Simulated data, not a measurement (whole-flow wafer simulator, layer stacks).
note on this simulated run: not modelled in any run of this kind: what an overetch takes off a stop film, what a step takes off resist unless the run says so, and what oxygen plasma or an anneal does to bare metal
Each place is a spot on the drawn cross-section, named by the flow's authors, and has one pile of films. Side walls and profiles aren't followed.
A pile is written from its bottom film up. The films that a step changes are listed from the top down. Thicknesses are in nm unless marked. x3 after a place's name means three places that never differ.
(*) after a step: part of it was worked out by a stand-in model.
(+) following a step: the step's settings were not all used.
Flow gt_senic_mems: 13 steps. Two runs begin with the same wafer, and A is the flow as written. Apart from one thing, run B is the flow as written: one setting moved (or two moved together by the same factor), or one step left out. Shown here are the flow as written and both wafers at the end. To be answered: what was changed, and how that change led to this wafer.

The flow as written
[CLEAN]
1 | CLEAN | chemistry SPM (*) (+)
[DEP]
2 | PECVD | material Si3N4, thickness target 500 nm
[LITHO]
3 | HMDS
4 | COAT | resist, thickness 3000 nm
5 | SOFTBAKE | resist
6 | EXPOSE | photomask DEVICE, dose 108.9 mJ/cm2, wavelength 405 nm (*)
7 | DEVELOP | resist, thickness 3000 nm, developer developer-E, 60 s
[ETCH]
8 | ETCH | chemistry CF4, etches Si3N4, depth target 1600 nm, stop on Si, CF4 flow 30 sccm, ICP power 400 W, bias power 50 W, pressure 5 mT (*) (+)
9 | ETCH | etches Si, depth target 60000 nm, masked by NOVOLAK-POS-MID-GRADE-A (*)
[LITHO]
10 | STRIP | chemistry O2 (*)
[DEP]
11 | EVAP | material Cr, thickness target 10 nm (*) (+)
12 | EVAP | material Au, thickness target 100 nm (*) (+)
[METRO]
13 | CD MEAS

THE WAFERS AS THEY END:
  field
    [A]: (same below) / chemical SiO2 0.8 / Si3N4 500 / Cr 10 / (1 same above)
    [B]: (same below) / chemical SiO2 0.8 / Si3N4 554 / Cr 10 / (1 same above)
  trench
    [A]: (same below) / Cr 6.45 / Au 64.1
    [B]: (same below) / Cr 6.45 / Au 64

The reason: step 2, PECVD: thickness target 554 nm was run, though the flow has thickness target 500 nm.
The wafer itself shows it: field has Si3N4 554, and step 2 as written asks for 500 nm.

The path from the change to this, step by step:
  2 | PECVD | material Si3N4, thickness target 500 nm
      field, trench: A +500 Si3N4 (new film) | B +554 Si3N4 (new film)
  8 | ETCH | chemistry CF4, etches Si3N4, depth target 1600 nm, stop on Si, CF4 flow 30 sccm, ICP power 400 W, bias power 50 W, pressure 5 mT (*) (+)
      field: A -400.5 resist | B -436.5 resist
      trench: A -500 Si3N4 (all of it), -0.8 chemical SiO2 (all of it) | B -554 Si3N4 (all of it), -0.8 chemical SiO2 (all of it)
